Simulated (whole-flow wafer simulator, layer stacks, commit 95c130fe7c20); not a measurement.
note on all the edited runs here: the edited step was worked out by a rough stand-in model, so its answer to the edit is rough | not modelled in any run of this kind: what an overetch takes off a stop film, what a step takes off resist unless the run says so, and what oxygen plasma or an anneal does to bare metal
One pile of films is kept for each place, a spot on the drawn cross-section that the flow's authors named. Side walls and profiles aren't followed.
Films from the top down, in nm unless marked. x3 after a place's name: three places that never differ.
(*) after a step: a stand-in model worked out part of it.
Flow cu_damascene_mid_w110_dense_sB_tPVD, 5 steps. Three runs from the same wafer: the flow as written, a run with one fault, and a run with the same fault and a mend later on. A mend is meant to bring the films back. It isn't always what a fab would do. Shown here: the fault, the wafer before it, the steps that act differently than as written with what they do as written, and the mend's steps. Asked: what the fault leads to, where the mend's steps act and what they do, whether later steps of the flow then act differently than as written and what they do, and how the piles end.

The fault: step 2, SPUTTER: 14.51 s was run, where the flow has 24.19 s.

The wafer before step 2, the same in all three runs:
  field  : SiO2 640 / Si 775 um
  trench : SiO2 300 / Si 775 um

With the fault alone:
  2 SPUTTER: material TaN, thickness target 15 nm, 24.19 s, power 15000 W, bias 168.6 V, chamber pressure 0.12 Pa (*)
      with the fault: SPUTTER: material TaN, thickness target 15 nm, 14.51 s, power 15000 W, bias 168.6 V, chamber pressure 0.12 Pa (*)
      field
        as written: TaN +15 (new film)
        with the fault: TaN +9 (new film)
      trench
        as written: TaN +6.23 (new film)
        with the fault: TaN +3.74 (new film)
  No later step of the flow acts differently than as written, at any place that is followed, by more than 2% or 0.5 nm, whichever is larger.
  At the end the piles differ from the flow's by more than 2% or 0.5 nm, whichever is larger, at field, trench.
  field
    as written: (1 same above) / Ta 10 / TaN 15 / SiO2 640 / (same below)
    with the fault: (1 same above) / Ta 10 / TaN 9 / SiO2 640 / (same below)
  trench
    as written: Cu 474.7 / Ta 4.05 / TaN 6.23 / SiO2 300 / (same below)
    with the fault: Cu 471.1 / Ta 4.12 / TaN 3.74 / SiO2 300 / (same below)

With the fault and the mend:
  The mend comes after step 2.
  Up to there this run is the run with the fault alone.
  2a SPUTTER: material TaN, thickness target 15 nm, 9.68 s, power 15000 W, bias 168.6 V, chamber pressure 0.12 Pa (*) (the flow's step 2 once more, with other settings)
      field
        TaN +6
      trench
        TaN +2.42
  No later step of the flow acts differently than as written, at any place that is followed, by more than 2% or 0.5 nm, whichever is larger.
  At the end the piles differ from the flow's only slightly at the places that both follow, by at most 2% or 0.5 nm, whichever is larger.
